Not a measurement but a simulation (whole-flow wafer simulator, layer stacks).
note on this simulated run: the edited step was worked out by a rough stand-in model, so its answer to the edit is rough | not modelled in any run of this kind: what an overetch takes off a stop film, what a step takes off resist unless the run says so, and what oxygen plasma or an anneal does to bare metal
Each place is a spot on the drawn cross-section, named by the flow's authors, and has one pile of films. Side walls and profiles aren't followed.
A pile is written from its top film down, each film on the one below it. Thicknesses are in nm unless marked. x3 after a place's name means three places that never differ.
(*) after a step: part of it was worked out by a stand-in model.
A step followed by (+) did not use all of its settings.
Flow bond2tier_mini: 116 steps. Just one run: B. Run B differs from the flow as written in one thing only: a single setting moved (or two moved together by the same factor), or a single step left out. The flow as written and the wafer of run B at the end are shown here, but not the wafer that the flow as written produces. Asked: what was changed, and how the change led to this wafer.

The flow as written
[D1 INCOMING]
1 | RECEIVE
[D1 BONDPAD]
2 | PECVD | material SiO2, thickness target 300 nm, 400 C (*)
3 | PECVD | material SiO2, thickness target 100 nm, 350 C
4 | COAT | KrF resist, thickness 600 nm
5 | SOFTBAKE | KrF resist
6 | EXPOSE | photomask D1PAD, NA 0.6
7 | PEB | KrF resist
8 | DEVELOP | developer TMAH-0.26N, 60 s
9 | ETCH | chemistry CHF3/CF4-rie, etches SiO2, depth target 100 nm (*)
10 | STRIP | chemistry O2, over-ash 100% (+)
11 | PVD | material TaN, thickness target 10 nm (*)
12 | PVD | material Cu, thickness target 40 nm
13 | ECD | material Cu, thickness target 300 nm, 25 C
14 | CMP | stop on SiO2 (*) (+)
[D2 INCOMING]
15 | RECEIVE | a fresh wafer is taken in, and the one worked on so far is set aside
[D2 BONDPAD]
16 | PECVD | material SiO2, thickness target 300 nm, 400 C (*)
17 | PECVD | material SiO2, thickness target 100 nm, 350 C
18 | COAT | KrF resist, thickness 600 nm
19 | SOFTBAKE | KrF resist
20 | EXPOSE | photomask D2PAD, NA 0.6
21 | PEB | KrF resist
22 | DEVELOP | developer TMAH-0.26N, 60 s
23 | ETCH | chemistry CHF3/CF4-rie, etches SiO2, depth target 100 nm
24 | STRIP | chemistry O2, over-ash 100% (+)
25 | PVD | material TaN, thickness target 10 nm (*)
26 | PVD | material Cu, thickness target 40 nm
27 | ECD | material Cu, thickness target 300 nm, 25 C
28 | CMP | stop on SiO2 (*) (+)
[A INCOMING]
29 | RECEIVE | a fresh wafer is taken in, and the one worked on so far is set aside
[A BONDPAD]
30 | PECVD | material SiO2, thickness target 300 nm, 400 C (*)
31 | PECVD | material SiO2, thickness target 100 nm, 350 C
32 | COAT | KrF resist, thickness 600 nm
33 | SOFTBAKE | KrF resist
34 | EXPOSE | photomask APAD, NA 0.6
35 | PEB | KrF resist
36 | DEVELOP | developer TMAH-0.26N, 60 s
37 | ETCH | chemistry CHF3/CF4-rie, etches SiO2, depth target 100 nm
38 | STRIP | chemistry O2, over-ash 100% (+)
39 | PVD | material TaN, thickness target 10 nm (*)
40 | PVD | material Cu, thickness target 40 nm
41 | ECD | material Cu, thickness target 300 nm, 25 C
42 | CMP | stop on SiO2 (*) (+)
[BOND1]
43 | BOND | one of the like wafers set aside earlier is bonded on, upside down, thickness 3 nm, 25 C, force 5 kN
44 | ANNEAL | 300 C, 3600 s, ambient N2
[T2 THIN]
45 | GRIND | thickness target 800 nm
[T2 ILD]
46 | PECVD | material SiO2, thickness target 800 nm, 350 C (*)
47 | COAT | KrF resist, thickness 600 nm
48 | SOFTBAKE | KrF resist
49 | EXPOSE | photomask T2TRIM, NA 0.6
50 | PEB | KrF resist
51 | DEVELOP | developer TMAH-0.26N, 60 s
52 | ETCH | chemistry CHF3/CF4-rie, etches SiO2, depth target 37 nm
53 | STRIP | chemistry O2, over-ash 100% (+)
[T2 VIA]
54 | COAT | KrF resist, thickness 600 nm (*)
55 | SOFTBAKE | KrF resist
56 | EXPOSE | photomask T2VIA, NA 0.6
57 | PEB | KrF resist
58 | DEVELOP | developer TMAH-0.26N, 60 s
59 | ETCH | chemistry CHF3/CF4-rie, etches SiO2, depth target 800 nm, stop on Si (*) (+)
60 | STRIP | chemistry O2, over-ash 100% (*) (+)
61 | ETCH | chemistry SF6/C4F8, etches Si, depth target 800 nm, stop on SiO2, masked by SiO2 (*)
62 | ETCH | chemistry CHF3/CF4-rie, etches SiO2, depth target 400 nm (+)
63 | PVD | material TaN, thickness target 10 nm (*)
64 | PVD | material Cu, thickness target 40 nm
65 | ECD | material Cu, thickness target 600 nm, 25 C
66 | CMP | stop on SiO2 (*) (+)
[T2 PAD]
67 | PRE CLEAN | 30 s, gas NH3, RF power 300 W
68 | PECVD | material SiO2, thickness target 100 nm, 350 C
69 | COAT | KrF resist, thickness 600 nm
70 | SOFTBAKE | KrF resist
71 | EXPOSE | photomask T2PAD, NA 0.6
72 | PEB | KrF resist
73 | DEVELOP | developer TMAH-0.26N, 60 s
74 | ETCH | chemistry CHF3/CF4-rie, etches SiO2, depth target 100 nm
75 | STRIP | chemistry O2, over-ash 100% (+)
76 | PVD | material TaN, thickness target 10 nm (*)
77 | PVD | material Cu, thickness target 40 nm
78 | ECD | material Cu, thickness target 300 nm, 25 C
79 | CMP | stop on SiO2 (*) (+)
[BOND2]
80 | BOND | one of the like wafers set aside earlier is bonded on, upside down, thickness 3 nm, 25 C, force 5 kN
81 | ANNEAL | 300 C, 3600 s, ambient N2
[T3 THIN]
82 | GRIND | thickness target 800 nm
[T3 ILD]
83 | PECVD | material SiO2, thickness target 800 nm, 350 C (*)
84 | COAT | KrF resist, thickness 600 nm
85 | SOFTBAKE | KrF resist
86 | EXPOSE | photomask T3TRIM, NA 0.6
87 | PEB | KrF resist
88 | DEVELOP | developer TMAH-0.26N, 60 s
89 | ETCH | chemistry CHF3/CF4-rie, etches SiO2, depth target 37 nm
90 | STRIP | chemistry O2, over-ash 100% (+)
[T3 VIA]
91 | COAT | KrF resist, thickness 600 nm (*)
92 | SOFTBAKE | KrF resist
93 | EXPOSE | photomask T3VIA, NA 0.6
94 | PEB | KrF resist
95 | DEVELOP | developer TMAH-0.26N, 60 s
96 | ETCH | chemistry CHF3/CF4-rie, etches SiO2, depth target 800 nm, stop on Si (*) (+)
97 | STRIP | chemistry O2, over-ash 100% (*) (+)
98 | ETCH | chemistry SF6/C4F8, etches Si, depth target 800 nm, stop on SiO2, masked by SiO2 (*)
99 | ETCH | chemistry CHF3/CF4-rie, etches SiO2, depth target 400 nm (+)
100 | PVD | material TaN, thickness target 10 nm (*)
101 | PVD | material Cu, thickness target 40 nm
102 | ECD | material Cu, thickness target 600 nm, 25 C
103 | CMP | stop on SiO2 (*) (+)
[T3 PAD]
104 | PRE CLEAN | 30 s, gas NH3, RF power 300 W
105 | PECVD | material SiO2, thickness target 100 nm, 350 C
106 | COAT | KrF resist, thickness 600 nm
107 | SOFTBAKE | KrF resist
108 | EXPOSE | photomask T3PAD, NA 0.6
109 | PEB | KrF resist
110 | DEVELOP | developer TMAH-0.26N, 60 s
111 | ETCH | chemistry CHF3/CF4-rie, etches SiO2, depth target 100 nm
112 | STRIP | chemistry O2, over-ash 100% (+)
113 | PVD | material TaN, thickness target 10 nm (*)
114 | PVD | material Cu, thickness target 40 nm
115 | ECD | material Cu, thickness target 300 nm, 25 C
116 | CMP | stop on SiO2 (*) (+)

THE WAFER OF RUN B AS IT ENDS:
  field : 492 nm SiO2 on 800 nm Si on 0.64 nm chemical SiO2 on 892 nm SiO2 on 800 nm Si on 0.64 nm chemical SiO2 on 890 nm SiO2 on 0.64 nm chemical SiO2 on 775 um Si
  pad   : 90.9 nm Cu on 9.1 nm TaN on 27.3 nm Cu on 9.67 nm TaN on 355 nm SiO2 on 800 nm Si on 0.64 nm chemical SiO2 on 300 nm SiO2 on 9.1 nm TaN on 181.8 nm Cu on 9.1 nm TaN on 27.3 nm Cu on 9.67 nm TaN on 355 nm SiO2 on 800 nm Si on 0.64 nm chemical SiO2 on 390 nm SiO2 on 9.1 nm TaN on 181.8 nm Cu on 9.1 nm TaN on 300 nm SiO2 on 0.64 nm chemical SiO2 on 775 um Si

Cause: step 2, PECVD: thickness target 390 nm was run, though the flow has thickness target 300 nm.
One can read it off the wafer: pad has SiO2 390, and step 2 as written asks for 300 nm.

Step by step, how the change led to this:
  2 | PECVD | material SiO2, thickness target 300 nm, 400 C (*)
      field, pad, via: +390 SiO2 (new film) (in the flow as written it would be: +300 SiO2 (new film))
  43 | BOND | one of the like wafers set aside earlier is bonded on, upside down, thickness 3 nm, 25 C, force 5 kN
      field: +775 um Si (new film), +0.64 chemical SiO2 (new film), +490 SiO2 (in the flow as written it would be: +775 um Si (new film), +0.64 chemical SiO2 (new film), +400 SiO2)
      pad: +775 um Si (new film), +0.64 chemical SiO2 (new film), +390 SiO2 (new film), +9.1 TaN (new film), +90.9 Cu (in the flow as written it would be: +775 um Si (new film), +0.64 chemical SiO2 (new film), +300 SiO2 (new film), +9.1 TaN (new film), +90.9 Cu)
      (as well as at 1 more place)
